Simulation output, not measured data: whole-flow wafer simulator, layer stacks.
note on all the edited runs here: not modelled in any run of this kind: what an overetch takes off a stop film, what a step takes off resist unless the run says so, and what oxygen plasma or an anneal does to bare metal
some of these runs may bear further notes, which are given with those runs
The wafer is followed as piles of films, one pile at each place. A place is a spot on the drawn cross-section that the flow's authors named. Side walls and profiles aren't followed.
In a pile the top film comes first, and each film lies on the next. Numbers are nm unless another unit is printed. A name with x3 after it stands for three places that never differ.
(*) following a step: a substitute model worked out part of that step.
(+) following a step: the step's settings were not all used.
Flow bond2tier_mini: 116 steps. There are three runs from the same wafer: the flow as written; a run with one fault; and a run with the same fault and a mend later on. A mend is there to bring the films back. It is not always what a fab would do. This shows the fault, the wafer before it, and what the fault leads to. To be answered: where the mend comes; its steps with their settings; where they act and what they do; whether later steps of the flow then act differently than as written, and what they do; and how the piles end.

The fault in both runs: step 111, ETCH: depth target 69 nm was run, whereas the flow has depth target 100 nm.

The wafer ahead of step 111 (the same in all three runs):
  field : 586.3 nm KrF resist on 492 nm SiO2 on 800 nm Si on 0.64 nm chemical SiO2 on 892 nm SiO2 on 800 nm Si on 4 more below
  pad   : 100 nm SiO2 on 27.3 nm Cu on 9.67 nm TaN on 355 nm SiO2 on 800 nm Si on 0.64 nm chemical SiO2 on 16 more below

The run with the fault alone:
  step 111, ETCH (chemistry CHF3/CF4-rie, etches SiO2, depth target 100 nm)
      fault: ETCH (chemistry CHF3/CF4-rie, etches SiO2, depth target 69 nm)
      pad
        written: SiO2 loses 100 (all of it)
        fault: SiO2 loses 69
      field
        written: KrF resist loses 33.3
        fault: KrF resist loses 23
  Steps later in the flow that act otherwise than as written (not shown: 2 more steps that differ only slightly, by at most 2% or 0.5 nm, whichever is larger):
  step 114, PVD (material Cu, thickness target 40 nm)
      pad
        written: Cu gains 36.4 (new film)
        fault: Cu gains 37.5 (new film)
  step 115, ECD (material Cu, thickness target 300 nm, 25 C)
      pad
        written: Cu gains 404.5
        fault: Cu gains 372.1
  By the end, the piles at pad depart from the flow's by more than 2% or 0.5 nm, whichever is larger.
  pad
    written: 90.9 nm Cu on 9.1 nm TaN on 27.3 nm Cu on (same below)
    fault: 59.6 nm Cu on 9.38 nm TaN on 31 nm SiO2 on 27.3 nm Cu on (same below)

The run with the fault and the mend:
  After step 112 comes the mend.
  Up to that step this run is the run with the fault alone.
  step 112a, COAT (KrF resist, thickness 600 nm) (*) (the flow's step 106 again)
      field
        KrF resist gains 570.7 (new film)
      pad
        KrF resist gains 630.5 (new film)
  step 112b, SOFTBAKE (KrF resist) (the flow's step 107 again)
      alters no film at any place that is followed
  step 112c, EXPOSE (photomask T3PAD, NA 0.6) (the flow's step 108 again)
      alters no film at any place that is followed
  step 112d, PEB (KrF resist) (the flow's step 109 again)
      alters no film at any place that is followed
  step 112e, DEVELOP (developer TMAH-0.26N, 60 s) (the flow's step 110 again)
      field
        KrF resist loses 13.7
      pad
        KrF resist loses 630.5 (all of it)
  step 112f, ETCH (chemistry CHF3/CF4-rie, etches SiO2, depth target 31 nm) (the flow's step 111 again, with other settings)
      field
        KrF resist loses 10.3
      pad
        SiO2 loses 31 (all of it)
  step 112g, STRIP (chemistry O2, over-ash 100%) (+) (the flow's step 112 again)
      field
        KrF resist loses 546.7 (all of it)
  Every later step of the flow that is run acts as written at every place that is followed.
  The piles end the same as the flow's at every place that both follow.
